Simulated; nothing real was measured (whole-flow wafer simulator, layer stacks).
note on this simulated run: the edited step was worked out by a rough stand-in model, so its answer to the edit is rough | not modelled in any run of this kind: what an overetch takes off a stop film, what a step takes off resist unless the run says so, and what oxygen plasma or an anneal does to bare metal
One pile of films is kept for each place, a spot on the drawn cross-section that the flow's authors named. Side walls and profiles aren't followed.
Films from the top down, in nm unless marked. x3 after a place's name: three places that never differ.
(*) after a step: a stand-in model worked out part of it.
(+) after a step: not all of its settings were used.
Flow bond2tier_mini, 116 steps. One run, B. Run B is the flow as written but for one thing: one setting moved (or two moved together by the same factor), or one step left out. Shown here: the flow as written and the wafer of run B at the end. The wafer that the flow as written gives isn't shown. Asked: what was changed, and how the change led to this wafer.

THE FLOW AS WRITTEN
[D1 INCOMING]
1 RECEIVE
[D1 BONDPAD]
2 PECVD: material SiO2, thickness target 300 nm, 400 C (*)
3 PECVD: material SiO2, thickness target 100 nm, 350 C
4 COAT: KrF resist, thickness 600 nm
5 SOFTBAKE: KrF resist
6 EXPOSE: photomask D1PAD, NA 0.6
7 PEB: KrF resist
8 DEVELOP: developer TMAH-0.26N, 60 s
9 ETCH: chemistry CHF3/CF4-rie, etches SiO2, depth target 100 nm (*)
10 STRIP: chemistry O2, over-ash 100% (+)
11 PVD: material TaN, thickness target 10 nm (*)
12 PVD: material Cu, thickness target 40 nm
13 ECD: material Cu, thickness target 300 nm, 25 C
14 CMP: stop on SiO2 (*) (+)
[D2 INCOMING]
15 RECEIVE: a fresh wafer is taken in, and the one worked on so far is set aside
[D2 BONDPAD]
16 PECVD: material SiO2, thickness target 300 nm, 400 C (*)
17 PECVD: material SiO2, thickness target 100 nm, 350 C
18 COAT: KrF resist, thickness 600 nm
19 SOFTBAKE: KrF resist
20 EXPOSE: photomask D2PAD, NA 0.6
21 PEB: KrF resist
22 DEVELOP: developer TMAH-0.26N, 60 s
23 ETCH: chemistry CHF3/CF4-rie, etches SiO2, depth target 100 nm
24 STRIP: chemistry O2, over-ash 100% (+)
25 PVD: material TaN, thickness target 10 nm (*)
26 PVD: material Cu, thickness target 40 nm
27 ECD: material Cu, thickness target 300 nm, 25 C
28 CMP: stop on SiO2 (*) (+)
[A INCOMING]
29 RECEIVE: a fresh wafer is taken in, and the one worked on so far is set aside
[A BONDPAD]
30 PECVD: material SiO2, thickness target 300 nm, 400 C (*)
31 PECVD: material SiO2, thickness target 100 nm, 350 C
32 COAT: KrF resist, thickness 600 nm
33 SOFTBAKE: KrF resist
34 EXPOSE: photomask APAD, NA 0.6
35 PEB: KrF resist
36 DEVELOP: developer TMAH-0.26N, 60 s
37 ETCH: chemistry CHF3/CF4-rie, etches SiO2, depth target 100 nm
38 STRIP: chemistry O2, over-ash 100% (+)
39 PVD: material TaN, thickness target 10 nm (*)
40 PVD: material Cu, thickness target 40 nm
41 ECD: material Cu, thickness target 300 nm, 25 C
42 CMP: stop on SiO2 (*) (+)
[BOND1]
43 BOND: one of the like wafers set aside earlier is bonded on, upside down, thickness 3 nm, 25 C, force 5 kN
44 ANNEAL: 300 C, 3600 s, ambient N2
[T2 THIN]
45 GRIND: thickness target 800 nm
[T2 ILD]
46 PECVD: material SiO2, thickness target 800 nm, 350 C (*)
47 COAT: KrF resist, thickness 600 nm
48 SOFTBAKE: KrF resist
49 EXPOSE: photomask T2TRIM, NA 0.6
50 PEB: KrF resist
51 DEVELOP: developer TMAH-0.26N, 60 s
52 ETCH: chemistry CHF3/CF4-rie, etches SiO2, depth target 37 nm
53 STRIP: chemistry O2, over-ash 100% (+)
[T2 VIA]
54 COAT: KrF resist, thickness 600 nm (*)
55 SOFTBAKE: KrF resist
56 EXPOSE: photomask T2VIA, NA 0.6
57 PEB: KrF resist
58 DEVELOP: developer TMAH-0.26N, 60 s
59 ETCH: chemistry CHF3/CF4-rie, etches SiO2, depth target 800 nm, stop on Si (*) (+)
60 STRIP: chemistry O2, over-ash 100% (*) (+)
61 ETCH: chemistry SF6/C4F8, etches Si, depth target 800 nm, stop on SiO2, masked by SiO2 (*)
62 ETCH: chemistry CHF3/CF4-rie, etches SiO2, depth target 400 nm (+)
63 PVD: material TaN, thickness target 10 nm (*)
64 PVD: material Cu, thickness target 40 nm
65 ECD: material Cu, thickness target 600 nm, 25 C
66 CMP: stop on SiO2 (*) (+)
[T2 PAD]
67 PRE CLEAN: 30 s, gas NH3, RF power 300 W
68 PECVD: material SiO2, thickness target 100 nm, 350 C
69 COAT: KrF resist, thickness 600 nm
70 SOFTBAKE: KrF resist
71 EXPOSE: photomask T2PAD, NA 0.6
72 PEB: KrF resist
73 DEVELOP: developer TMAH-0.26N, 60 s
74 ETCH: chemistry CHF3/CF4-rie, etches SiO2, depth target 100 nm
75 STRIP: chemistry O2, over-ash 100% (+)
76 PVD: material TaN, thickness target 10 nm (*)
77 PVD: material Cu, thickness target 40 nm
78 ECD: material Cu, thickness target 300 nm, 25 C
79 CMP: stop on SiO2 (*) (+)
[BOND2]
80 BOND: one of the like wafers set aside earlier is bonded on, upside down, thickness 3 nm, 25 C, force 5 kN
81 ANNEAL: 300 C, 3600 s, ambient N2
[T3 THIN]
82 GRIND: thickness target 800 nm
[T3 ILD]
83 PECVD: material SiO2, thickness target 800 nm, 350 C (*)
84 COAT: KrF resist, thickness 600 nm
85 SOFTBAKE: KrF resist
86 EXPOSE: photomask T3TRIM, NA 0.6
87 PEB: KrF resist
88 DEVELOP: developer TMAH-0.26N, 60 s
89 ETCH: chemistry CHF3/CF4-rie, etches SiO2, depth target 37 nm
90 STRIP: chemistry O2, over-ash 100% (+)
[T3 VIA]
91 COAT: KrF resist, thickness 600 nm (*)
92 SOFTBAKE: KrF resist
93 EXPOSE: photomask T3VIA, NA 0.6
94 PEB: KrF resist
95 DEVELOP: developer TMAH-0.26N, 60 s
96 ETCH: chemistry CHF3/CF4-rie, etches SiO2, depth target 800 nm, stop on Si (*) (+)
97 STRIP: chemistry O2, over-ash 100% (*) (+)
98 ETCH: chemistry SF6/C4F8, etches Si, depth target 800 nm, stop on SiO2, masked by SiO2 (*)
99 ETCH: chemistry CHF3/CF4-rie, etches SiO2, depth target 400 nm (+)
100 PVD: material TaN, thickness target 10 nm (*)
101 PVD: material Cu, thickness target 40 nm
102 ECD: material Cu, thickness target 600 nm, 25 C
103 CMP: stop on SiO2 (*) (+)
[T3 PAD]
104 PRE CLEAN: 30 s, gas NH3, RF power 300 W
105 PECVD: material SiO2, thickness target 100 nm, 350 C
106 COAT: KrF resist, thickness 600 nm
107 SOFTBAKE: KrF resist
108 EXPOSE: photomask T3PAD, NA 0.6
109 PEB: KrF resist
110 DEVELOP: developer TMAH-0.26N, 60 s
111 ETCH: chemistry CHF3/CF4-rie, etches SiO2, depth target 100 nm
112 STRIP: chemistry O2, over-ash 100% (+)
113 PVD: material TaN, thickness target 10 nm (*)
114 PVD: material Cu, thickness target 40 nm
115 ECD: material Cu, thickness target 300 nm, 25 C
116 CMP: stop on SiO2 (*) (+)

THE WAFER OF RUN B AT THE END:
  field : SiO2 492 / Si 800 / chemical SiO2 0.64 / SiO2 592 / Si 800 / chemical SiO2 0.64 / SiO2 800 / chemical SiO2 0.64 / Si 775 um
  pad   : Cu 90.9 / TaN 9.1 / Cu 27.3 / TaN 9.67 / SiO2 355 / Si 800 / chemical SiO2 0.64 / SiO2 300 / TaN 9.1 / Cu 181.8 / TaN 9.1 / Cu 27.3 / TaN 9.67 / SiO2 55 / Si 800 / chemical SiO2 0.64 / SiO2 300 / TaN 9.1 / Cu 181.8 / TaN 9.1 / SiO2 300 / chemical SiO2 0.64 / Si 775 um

The cause: step 46, PECVD: thickness target 500 nm was run, where the flow has thickness target 800 nm.

How the change led to this, step by step:
  46 PECVD: material SiO2, thickness target 800 nm, 350 C (*)
      field, pad, via: SiO2 +500 (new film) (as written it would be: SiO2 +800 (new film))
  59 ETCH: chemistry CHF3/CF4-rie, etches SiO2, depth target 800 nm, stop on Si (*) (+)
      field, pad: KrF resist -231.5 (as written it would be: KrF resist -266.7)
      via: SiO2 -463 (all of it) (as written it would be: SiO2 -763 (all of it))
  60 STRIP: chemistry O2, over-ash 100% (*) (+)
      field: KrF resist -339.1 (all of it) (as written it would be: KrF resist -303.9 (all of it))
      pad: KrF resist -371.1 (all of it) (as written it would be: KrF resist -336 (all of it))
